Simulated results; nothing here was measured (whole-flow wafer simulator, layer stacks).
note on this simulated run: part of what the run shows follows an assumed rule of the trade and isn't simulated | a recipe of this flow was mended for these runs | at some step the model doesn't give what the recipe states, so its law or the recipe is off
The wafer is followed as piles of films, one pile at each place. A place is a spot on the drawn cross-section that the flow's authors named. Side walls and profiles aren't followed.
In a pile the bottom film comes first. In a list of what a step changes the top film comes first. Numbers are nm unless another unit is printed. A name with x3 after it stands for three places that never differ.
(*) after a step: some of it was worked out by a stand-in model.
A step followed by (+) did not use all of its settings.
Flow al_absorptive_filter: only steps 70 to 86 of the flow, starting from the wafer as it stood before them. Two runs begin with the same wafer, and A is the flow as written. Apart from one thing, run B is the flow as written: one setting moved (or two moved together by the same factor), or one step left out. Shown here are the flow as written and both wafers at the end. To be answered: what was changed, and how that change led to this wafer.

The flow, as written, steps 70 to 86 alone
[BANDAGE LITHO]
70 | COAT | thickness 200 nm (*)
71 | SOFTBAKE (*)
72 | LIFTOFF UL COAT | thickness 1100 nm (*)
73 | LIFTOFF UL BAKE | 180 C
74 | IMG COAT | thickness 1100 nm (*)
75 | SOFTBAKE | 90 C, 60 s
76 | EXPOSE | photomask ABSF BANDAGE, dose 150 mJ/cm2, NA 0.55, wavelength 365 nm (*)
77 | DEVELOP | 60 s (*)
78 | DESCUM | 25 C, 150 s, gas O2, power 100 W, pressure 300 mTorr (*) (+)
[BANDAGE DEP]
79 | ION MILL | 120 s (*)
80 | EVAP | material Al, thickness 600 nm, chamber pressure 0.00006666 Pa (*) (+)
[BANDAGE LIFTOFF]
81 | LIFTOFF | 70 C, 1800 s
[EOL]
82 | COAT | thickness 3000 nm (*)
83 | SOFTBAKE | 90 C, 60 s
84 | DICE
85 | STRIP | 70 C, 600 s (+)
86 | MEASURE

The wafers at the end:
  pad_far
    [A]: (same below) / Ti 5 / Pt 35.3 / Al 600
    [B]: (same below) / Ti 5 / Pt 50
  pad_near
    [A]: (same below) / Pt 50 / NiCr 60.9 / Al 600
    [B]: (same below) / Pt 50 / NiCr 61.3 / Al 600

Cause: step 78, DESCUM: 111 s was run, while the flow as written has 150 s.

The path from the change to this, step by step:
  78 | DESCUM | 25 C, 150 s, gas O2, power 100 W, pressure 300 mTorr (*) (+)
      pad_far: A -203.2 acrylic-e-beam-resist (all of it) | B -180.4 acrylic-e-beam-resist
      pad_near: A -180.9 acrylic-e-beam-resist (all of it) | B -180.4 acrylic-e-beam-resist
      (also at 12 further places)
  79 | ION MILL | 120 s (*)
      pad_far: A -14.7 Pt | B -14.7 acrylic-e-beam-resist
  81 | LIFTOFF | 70 C, 1800 s
      pad_far: A nothing | B -600 Al (all of it), -8.05 acrylic-e-beam-resist (all of it)
      xa_field, xl_land, idc_field: A -600 Al (all of it), -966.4 i-line-resist (all of it), -1100 lift-off-underlayer (all of it), -200 acrylic-e-beam-resist (all of it) | B -600 Al (all of it), -998.1 i-line-resist (all of it), -1100 lift-off-underlayer (all of it), -200 acrylic-e-beam-resist (all of it)
      (also at 9 further places)
  82 | COAT | thickness 3000 nm (*)
      gnd: A +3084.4 i-line-resist (new film) | B +3017.7 i-line-resist (new film)
      pad_far: A +2560.9 i-line-resist (new film) | B +3039 i-line-resist (new film)
      (also at 1 further place)
  83 | SOFTBAKE | 90 C, 60 s
      gnd: A +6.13 i-line-resist | B +10.5 i-line-resist
      pad_far: A -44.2 i-line-resist | B -9.6 i-line-resist
      (also at 3 further places)
  85 | STRIP | 70 C, 600 s (+)
      gnd: A -3090.5 i-line-resist (all of it) | B -3028.2 i-line-resist (all of it)
      pad_far: A -2516.7 i-line-resist (all of it) | B -3029.4 i-line-resist (all of it)
      (also at 1 further place)
